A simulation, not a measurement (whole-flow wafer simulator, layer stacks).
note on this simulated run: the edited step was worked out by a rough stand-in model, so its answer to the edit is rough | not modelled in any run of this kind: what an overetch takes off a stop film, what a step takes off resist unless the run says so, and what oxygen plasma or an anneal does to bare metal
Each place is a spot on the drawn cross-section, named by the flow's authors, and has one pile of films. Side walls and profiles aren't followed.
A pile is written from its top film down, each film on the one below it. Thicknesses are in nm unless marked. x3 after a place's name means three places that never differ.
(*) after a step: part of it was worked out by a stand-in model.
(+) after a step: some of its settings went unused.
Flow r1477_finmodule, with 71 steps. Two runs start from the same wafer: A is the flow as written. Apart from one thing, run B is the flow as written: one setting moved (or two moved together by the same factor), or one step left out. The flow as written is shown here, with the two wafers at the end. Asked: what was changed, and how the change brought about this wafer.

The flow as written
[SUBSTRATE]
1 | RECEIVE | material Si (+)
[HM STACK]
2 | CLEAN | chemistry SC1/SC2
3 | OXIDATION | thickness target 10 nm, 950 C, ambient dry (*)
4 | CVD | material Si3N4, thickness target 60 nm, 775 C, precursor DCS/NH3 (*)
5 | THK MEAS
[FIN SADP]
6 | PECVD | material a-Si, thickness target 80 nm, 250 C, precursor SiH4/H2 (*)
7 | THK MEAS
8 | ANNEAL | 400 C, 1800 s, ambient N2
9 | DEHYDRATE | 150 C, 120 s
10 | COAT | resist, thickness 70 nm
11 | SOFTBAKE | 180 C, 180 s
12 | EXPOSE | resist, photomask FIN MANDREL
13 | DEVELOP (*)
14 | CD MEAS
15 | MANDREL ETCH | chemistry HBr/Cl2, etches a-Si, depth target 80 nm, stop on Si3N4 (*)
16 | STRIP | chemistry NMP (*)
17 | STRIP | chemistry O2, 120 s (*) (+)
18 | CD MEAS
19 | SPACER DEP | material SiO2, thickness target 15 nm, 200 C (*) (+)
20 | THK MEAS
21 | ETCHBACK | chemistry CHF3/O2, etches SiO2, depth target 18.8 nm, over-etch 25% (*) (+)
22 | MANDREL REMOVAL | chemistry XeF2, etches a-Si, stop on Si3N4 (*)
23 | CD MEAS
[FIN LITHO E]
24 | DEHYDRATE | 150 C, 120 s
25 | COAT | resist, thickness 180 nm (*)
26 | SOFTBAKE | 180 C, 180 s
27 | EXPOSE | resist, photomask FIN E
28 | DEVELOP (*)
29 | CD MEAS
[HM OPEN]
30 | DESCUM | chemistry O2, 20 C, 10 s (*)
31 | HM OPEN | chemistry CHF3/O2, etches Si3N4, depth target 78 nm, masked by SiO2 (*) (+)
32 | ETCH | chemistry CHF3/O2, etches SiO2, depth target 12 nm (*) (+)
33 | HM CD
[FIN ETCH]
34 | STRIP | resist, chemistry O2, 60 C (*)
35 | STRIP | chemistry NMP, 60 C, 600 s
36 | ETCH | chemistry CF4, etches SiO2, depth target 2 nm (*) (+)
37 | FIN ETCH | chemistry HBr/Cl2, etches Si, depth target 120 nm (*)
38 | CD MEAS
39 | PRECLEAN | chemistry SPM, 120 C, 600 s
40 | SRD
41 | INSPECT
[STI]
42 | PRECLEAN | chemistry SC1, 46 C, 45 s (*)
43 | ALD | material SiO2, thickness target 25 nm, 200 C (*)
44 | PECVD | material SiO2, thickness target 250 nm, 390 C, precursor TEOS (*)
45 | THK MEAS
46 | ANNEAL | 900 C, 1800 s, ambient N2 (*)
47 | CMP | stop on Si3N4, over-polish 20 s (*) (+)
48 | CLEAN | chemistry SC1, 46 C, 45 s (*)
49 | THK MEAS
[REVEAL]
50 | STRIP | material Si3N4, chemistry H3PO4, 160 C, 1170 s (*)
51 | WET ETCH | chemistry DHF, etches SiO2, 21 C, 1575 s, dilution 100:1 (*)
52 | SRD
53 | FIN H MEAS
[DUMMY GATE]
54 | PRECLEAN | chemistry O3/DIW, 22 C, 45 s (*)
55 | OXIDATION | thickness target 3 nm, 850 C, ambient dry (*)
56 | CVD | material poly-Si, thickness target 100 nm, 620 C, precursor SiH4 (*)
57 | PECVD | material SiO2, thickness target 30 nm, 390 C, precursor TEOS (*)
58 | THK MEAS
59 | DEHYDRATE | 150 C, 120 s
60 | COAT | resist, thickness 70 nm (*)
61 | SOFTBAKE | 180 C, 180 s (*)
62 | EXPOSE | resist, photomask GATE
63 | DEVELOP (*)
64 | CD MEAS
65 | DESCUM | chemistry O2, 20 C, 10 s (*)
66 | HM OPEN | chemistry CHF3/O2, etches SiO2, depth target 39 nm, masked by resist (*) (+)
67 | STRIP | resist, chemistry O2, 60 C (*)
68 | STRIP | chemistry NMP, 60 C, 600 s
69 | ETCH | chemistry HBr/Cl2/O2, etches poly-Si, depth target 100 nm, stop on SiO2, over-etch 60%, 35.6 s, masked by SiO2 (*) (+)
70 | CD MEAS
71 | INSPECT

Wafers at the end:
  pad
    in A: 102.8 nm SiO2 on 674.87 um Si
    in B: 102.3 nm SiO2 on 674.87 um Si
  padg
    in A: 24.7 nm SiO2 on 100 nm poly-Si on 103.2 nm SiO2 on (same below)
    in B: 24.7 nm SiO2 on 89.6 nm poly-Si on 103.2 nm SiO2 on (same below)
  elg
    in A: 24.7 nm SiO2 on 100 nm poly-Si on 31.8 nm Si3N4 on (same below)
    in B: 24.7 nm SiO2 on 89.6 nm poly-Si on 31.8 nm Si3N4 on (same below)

What caused this: step 56, CVD: thickness target 89.6 nm was run, whereas the flow has thickness target 100 nm.
One can read it off the wafer: padg has poly-Si 89.6, and step 56 as written asks for 100 nm.

The path from the change to this, step by step:
  56 | CVD | material poly-Si, thickness target 100 nm, 620 C, precursor SiH4 (*)
      pad, padg, elg and 26 more: A +100 poly-Si (new film) | B +89.6 poly-Si (new film)
      s40cg, s40co: A +113.9 poly-Si (new film) | B +103.3 poly-Si (new film)
      (also at 5 further places)
  69 | ETCH | chemistry HBr/Cl2/O2, etches poly-Si, depth target 100 nm, stop on SiO2, over-etch 60%, 35.6 s, masked by SiO2 (*) (+)
      pad, eso, e40so and 8 more: A -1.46 chemical SiO2 (all of it), -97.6 poly-Si (all of it), -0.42 SiO2 | B -1.46 chemical SiO2 (all of it), -87.2 poly-Si (all of it), -0.94 SiO2
      elo, e40lo, e100lo, e200lo: A -1.46 chemical SiO2 (all of it), -97.6 poly-Si (all of it), -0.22 Si3N4 | B -1.46 chemical SiO2 (all of it), -87.2 poly-Si (all of it), -1.17 Si3N4
      (also at 3 further places)
